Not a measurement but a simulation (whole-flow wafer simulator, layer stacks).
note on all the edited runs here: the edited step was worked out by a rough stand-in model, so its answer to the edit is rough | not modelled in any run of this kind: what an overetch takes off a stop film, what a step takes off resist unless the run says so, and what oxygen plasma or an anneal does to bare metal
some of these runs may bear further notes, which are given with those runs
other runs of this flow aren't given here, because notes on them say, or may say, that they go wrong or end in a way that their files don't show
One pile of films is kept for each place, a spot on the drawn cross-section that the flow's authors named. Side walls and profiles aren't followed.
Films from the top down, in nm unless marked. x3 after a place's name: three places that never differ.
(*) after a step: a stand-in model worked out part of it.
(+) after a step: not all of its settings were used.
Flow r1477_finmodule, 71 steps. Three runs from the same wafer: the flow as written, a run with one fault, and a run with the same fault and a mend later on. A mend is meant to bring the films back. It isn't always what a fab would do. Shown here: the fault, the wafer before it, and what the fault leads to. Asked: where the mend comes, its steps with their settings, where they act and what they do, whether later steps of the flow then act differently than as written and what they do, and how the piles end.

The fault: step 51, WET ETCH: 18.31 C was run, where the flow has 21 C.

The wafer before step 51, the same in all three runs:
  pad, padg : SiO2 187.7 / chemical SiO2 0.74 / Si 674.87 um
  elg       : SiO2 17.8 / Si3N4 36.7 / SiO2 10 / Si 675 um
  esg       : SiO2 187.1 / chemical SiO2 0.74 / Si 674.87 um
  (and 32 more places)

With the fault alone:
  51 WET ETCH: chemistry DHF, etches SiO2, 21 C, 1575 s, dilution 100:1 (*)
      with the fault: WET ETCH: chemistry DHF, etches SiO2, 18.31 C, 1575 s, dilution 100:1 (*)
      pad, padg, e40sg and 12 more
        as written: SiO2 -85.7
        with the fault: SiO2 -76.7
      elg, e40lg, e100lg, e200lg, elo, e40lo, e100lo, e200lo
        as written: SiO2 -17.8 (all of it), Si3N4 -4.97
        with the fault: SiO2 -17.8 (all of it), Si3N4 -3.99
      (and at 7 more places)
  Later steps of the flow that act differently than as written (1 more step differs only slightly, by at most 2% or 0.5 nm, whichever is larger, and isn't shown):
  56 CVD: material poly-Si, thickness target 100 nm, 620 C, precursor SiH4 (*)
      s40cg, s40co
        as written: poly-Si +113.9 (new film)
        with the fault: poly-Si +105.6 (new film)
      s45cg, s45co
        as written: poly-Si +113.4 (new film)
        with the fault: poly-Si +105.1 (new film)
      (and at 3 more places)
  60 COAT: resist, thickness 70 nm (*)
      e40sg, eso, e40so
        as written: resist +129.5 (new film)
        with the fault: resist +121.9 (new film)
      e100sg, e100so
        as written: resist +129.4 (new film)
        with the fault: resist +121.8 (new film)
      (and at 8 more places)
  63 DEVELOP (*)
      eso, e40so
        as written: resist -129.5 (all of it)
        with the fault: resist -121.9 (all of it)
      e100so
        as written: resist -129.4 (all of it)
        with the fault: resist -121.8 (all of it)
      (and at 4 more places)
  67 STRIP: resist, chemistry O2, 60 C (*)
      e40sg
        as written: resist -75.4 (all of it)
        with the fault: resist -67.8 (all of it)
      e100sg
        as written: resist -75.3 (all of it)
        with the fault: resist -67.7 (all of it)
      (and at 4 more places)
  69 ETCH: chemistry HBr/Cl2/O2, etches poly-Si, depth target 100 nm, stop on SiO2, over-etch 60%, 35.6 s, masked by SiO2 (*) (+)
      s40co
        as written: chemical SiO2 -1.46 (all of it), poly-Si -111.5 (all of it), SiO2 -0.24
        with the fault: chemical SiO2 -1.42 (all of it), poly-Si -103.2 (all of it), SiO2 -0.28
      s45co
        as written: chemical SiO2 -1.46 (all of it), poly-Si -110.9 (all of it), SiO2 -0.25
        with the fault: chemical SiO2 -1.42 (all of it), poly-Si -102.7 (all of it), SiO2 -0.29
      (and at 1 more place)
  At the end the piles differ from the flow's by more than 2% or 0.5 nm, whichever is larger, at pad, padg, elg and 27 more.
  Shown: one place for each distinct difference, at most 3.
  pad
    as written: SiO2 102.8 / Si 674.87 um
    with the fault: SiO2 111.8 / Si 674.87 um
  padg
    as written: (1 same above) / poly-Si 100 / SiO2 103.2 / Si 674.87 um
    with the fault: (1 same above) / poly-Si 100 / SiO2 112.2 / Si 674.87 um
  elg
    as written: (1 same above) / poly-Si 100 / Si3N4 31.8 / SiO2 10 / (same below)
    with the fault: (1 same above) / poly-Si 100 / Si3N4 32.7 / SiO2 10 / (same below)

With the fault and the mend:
  The mend comes after step 51.
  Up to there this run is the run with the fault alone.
  51a WET ETCH: chemistry DHF, etches SiO2, 21 C, 162.3 s, dilution 100:1 (*) (the flow's step 51 once more, with other settings)
      pad, padg, e40sg and 12 more
        SiO2 -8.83
      elg, e40lg, e100lg, e200lg, elo, e40lo, e100lo, e200lo
        Si3N4 -0.74
      esg, s40cg, s45cg, s50cg, s40co, s45co, s50co
        SiO2 -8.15
  No later step of the flow acts differently than as written, at any place that is followed, by more than 2% or 0.5 nm, whichever is larger.
  At the end the piles differ from the flow's only slightly at the places that both follow, by at most 2% or 0.5 nm, whichever is larger.
